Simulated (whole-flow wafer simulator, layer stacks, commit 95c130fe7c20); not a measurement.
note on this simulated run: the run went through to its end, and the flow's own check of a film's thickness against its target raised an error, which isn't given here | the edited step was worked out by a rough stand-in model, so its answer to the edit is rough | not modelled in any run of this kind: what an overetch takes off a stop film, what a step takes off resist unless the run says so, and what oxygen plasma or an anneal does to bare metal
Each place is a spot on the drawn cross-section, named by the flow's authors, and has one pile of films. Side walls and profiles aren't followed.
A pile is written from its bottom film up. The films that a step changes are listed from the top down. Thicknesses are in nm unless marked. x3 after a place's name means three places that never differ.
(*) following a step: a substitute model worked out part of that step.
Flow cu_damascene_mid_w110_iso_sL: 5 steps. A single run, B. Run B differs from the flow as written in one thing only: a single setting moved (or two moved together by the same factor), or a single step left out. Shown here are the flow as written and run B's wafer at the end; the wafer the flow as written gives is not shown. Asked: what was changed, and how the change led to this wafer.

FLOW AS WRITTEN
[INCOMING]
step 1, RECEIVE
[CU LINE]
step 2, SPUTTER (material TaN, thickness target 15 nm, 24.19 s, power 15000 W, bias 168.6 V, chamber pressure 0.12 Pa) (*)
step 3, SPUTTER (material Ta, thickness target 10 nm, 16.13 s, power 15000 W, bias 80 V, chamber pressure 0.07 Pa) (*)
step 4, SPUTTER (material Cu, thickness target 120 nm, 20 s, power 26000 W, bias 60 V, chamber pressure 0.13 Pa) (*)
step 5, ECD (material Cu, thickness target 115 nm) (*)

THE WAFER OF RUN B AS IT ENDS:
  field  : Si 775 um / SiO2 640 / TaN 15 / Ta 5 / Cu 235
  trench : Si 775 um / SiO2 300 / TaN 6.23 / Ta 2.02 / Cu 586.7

Cause: step 3, SPUTTER: 8.06 s was run, though the flow has 16.13 s.

How this came from the change, step by step:
  step 3, SPUTTER (material Ta, thickness target 10 nm, 16.13 s, power 15000 W, bias 80 V, chamber pressure 0.07 Pa) (*)
      field: Ta gains 5 (new film) (as written it would have been: Ta gains 10 (new film))
      trench: Ta gains 2.02 (new film) (as written it would have been: Ta gains 4.05 (new film))
